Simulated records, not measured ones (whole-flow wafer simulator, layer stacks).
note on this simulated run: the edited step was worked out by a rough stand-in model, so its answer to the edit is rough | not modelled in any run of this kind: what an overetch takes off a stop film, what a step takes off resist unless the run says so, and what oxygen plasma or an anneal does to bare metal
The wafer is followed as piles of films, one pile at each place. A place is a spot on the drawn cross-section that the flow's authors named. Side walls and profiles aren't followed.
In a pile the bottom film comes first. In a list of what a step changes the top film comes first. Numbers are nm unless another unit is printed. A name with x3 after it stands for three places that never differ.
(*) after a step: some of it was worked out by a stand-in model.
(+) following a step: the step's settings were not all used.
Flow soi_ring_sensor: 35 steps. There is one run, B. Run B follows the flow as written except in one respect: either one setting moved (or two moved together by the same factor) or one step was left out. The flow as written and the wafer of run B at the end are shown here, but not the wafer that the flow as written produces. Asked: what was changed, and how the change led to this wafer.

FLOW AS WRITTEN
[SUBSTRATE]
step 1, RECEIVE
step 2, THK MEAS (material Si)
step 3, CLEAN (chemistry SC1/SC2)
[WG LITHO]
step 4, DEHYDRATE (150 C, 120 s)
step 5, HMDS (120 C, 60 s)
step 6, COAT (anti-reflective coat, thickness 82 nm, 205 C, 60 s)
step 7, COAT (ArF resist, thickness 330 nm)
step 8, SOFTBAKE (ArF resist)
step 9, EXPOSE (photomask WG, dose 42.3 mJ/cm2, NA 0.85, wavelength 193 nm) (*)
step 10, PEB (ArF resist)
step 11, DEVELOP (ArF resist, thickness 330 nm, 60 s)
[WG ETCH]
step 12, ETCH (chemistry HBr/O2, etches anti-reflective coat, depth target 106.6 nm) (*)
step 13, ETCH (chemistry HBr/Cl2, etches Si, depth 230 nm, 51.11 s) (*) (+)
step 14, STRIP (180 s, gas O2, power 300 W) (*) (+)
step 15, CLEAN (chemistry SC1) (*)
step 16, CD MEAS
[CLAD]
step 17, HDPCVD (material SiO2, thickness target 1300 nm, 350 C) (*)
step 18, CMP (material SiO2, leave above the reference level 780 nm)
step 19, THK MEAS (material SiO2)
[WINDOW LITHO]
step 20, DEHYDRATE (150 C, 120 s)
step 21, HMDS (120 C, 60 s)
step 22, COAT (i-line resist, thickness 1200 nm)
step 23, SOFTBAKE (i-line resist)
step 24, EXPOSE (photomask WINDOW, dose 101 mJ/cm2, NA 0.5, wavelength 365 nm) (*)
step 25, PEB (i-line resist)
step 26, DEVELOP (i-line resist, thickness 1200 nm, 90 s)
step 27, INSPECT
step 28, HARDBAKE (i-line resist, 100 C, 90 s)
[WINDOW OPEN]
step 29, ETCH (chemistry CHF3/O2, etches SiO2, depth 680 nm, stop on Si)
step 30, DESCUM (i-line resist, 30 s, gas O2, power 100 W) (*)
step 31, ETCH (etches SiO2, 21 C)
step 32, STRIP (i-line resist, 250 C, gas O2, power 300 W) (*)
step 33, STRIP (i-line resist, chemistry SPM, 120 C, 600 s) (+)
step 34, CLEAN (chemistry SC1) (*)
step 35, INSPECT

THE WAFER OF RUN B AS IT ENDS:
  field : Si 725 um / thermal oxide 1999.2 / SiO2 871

The reason: step 17, HDPCVD: thickness target 871 nm was run, while the flow as written has thickness target 1300 nm.

Step by step, how the change led to this:
  step 17, HDPCVD (material SiO2, thickness target 1300 nm, 350 C) (*)
      core, gap, window, field, core_clad, gap_clad: +871 SiO2 (new film) (in the flow as written it would be: +1300 SiO2 (new film))
  step 18, CMP (material SiO2, leave above the reference level 780 nm)
      gap, window, field, gap_clad: nothing (in the flow as written it would be: -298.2 SiO2)
      core, core_clad: -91 SiO2 (in the flow as written it would be: -520 SiO2)
  step 22, COAT (i-line resist, thickness 1200 nm)
      core, core_clad: +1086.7 i-line resist (new film) (in the flow as written it would be: +1200 i-line resist (new film))
  step 23, SOFTBAKE (i-line resist)
      core, core_clad: -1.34 i-line resist (in the flow as written it would be: nothing)
      gap, gap_clad: -1.69 i-line resist (in the flow as written it would be: nothing)
  step 25, PEB (i-line resist)
      core, core_clad: -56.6 i-line resist (in the flow as written it would be: -62.8 i-line resist)
  step 26, DEVELOP (i-line resist, thickness 1200 nm, 90 s)
      core: -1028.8 i-line resist (all of it) (in the flow as written it would be: -1137.2 i-line resist (all of it))
  step 32, STRIP (i-line resist, 250 C, gas O2, power 300 W) (*)
      core_clad: -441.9 i-line resist (all of it) (in the flow as written it would be: -550.1 i-line resist (all of it))
